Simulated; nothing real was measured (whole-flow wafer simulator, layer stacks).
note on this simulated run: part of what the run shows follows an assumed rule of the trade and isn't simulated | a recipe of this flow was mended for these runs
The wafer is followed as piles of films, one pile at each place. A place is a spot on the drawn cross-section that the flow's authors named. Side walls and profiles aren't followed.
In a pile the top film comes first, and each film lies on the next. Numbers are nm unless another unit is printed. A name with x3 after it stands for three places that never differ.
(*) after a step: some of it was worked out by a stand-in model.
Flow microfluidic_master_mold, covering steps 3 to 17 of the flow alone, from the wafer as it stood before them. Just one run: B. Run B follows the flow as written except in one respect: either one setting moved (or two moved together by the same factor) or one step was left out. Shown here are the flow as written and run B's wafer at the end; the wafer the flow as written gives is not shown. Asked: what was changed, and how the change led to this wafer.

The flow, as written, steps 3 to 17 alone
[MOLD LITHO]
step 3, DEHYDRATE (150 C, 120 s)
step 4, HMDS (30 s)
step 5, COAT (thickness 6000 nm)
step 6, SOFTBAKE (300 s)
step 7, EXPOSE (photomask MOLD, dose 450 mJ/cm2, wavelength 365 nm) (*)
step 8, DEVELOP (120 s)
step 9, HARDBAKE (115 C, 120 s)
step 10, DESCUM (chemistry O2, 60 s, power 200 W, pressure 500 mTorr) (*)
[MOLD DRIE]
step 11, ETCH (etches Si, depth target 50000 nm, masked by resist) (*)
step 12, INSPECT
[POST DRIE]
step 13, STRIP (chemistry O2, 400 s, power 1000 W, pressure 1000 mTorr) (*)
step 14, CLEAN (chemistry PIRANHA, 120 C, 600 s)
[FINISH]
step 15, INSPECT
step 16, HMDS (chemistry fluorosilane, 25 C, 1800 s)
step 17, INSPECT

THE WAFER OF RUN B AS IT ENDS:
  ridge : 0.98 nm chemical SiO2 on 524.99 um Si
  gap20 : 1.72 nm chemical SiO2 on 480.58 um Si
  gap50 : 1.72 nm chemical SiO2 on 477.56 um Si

Cause: step 5, COAT: thickness 8700 nm was run, while the flow as written has thickness 6000 nm.

The path from the change to this, step by step:
  step 5, COAT (thickness 6000 nm)
      ridge, gap20, gap50, gap200 x2: +8700 thick-i-line-resist (new film) (in the flow as written it would be: +6000 thick-i-line-resist (new film))
  step 8, DEVELOP (120 s)
      gap20, gap50, gap200 x2: -8700 thick-i-line-resist (all of it) (in the flow as written it would be: -6000 thick-i-line-resist (all of it))
  step 9, HARDBAKE (115 C, 120 s)
      ridge: -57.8 thick-i-line-resist (in the flow as written it would be: -33.5 thick-i-line-resist)
  step 11, ETCH (etches Si, depth target 50000 nm, masked by resist) (*)
      gap20: -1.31 chemical SiO2 (all of it), -44.42 um Si (in the flow as written it would be: -1.31 chemical SiO2 (all of it), -44.81 um Si)
      gap50: -1.31 chemical SiO2 (all of it), -47.44 um Si (in the flow as written it would be: -1.31 chemical SiO2 (all of it), -47.62 um Si)
  step 13, STRIP (chemistry O2, 400 s, power 1000 W, pressure 1000 mTorr) (*)
      ridge: -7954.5 thick-i-line-resist (all of it), +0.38 chemical SiO2, -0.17 Si (in the flow as written it would be: -5278.7 thick-i-line-resist (all of it), +0.78 chemical SiO2, -0.34 Si)
